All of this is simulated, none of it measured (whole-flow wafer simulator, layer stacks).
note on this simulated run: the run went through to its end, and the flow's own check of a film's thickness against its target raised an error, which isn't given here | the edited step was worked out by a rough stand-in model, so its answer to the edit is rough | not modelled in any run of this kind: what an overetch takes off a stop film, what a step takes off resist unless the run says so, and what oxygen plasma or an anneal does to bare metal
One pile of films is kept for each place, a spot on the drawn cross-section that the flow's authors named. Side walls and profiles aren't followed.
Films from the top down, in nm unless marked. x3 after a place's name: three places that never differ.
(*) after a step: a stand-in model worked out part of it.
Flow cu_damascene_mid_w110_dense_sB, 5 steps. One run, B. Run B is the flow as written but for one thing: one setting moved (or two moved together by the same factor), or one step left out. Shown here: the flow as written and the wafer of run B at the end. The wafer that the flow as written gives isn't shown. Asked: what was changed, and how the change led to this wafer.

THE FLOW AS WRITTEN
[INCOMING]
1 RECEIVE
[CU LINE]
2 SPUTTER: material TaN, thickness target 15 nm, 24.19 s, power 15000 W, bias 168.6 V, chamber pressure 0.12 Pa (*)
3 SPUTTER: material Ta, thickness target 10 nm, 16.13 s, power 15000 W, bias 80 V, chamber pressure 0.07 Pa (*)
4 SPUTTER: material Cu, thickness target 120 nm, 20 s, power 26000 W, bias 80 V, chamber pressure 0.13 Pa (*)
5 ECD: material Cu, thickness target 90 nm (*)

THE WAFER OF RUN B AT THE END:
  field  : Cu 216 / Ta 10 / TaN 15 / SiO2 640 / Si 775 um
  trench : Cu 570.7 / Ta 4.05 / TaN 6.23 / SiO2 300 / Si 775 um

The cause: step 4, SPUTTER: thickness target 126 nm was run, where the flow has thickness target 120 nm; step 4, SPUTTER: 21 s was run, where the flow has 20 s.

How the change led to this, step by step:
  4 SPUTTER: material Cu, thickness target 120 nm, 20 s, power 26000 W, bias 80 V, chamber pressure 0.13 Pa (*)
      field: Cu +126 (new film) (as written it would be: Cu +120 (new film))
      trench: Cu +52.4 (new film) (as written it would be: Cu +49.9 (new film))
